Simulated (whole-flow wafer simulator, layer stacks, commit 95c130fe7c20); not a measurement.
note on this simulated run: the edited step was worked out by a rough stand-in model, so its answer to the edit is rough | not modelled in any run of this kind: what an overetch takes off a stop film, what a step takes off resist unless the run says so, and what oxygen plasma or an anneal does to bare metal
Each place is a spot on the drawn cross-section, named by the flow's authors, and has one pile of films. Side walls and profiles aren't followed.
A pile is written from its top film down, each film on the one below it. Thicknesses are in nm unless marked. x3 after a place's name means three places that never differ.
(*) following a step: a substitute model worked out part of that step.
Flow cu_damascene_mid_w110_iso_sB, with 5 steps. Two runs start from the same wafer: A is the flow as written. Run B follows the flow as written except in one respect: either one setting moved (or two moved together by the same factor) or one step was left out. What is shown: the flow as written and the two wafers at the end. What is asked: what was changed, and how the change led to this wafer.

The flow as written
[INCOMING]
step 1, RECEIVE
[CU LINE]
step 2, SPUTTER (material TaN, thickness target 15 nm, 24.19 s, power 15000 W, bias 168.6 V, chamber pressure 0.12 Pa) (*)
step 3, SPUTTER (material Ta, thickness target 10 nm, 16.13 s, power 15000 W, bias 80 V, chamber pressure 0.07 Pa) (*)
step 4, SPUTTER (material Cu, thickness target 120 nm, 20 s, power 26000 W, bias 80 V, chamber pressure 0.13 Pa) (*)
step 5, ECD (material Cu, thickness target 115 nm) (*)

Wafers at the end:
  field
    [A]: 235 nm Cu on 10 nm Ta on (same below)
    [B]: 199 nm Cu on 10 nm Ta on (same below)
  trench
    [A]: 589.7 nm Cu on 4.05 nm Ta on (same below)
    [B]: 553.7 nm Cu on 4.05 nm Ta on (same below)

What caused this: step 4, SPUTTER: thickness target 84 nm was run, though the flow has thickness target 120 nm.

Step by step, how the change led to this:
  step 4, SPUTTER (material Cu, thickness target 120 nm, 20 s, power 26000 W, bias 80 V, chamber pressure 0.13 Pa) (*)
      field: A Cu gains 120 (new film) | B Cu gains 84 (new film)
      trench: A Cu gains 49.9 (new film) | B Cu gains 34.9 (new film)
  step 5, ECD (material Cu, thickness target 115 nm) (*)
      trench: A Cu gains 539.8 | B Cu gains 518.8
